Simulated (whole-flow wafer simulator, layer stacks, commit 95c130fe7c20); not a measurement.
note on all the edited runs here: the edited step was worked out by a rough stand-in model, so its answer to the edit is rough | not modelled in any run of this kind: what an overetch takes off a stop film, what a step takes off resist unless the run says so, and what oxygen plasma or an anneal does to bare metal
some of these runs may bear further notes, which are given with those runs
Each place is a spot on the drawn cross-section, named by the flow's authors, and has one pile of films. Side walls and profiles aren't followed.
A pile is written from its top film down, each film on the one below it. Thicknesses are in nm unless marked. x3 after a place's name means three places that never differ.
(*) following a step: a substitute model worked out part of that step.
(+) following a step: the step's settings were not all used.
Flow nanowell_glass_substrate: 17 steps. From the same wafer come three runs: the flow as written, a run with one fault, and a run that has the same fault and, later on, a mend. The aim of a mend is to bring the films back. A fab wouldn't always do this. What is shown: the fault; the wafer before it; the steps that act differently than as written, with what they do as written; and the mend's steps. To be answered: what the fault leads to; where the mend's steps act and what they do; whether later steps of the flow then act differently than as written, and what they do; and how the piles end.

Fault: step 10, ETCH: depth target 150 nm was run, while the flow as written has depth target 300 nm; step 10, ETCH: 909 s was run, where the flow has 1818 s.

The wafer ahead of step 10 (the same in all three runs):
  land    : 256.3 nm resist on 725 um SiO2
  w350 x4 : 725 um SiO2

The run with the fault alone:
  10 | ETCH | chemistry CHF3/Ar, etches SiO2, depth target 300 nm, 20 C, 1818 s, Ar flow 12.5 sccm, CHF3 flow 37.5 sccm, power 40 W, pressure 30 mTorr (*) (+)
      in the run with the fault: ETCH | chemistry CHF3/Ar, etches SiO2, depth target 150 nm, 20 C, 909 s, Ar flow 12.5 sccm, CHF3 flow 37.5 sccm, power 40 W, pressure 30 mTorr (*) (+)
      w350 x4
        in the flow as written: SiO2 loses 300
        in the run with the fault: SiO2 loses 150
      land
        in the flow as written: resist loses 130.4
        in the run with the fault: resist loses 65.2
  Steps further on in the flow that do not act as written:
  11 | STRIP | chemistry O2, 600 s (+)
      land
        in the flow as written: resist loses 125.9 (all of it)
        in the run with the fault: resist loses 191.1 (all of it)
  The piles end only slightly different from the flow's at the places that both follow, by no more than 2% or 0.5 nm, whichever is larger.

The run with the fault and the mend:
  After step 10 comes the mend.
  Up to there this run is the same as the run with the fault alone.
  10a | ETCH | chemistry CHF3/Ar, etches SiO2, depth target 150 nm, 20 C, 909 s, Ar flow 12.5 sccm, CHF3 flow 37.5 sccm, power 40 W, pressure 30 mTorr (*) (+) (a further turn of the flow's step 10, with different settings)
      w350 x4
        SiO2 loses 150
      land
        resist loses 65.2
  Later steps of the flow that are run all act as written at every place that is followed.
  By the end, the piles equal the flow's at every place that both follow.
